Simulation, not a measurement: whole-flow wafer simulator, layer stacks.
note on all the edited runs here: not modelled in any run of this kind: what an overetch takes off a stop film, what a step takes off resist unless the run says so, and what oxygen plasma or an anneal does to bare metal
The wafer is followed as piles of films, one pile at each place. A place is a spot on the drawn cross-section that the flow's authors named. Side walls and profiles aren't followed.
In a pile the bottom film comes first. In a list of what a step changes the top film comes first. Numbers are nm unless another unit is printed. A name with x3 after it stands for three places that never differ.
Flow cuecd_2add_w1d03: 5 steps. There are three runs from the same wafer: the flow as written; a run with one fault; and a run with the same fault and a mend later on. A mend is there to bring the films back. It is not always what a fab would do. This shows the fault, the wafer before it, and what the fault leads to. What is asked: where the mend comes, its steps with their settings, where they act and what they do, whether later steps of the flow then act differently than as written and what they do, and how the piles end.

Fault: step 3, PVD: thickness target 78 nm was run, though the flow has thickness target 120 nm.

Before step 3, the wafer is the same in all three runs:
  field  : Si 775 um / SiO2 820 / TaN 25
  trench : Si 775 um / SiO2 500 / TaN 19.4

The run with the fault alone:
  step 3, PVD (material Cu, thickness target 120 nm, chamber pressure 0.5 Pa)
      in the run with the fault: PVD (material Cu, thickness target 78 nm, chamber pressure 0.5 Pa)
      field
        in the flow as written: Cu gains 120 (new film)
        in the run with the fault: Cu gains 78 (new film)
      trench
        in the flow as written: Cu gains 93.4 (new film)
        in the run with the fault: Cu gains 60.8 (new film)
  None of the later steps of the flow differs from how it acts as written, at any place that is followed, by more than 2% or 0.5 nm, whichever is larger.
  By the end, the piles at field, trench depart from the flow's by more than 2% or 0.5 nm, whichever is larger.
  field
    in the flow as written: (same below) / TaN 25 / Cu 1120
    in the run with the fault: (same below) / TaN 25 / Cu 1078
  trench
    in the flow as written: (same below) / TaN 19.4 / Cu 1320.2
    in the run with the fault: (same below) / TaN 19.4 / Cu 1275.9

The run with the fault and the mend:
  The mend follows step 3.
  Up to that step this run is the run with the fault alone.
  step 3a, PVD (material Cu, thickness target 42 nm, chamber pressure 0.5 Pa) (a further turn of the flow's step 3, with different settings)
      field
        Cu gains 42
      trench
        Cu gains 31.6
  None of the later steps of the flow differs from how it acts as written, at any place that is followed, by more than 2% or 0.5 nm, whichever is larger.
  When the end is reached, the piles differ only a little from the flow's at the places that both follow, at most by 2% or 0.5 nm, whichever is larger.
